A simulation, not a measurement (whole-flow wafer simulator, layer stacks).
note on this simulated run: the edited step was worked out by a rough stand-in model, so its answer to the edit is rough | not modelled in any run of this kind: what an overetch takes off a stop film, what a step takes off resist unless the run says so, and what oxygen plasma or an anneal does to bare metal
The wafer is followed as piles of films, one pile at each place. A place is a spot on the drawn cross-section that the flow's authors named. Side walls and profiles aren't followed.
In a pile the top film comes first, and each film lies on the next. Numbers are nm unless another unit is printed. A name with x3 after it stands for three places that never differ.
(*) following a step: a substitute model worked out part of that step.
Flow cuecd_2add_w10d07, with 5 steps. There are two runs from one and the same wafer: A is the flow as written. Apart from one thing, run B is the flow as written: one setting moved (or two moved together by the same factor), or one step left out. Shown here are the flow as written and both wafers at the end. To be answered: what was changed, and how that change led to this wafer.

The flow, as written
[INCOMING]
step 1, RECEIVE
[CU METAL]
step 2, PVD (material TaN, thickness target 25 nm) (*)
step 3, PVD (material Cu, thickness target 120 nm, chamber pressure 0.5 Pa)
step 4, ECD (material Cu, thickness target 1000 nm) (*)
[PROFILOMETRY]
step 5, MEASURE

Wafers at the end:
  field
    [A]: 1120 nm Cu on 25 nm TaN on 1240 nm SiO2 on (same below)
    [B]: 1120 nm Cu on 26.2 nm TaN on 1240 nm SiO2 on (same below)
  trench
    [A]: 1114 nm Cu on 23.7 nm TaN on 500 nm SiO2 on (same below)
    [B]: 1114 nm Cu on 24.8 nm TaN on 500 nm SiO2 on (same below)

What caused this: step 2, PVD: thickness target 26.2 nm was run, though the flow has thickness target 25 nm.
One can read it off the wafer: field has TaN 26.2, and step 2 as written asks for 25 nm.

The path from the change to this, step by step:
  step 2, PVD (material TaN, thickness target 25 nm) (*)
      field: A TaN gains 25 (new film) | B TaN gains 26.2 (new film)
      trench: A TaN gains 23.7 (new film) | B TaN gains 24.8 (new film)
